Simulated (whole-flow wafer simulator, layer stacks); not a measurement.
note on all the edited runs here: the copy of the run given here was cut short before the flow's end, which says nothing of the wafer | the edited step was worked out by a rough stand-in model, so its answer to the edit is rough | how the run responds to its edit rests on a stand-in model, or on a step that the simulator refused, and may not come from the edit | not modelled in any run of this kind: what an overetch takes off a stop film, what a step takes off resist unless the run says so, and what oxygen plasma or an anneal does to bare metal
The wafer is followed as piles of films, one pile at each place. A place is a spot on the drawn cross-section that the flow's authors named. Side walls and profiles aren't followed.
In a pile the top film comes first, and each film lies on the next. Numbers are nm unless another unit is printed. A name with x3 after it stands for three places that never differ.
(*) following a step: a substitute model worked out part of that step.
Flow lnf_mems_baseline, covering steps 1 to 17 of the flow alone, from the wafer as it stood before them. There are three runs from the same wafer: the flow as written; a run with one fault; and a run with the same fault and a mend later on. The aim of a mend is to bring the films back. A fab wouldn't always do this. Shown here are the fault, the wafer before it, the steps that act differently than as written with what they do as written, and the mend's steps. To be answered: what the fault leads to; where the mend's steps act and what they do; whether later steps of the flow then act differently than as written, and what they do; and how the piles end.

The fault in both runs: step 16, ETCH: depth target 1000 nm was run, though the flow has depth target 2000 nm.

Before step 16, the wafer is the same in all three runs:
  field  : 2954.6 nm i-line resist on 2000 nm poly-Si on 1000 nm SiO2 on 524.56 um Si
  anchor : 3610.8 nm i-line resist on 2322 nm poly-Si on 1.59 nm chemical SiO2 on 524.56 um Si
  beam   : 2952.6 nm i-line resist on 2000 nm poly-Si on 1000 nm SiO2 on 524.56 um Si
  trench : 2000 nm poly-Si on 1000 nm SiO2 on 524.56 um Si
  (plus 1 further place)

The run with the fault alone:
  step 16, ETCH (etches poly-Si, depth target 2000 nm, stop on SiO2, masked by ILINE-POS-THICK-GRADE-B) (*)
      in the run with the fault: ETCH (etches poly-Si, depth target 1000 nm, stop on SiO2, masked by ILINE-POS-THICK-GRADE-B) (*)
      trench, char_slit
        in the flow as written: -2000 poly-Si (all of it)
        in the run with the fault: -1000 poly-Si
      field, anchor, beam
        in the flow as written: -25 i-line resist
        in the run with the fault: -12.5 i-line resist
  Later steps of the flow acting differently than as written:
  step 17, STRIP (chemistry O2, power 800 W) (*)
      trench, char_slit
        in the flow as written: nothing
        in the run with the fault: +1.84 chemical SiO2 (new film), -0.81 poly-Si
  The piles end different from the flow's at trench, char_slit by more than 2% or 0.5 nm, whichever is larger.
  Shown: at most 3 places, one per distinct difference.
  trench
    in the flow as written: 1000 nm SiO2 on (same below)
    in the run with the fault: 1.84 nm chemical SiO2 on 999.2 nm poly-Si on 1000 nm SiO2 on (same below)

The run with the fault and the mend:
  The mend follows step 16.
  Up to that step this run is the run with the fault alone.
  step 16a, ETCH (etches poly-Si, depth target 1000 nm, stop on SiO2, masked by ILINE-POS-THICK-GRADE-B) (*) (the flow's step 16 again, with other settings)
      field, anchor, beam
        -12.5 i-line resist
      trench, char_slit
        -1000 poly-Si (all of it)
  Later steps of the flow that are run all act as written at every place that is followed.
  The piles end the same as the flow's at every place that both follow.
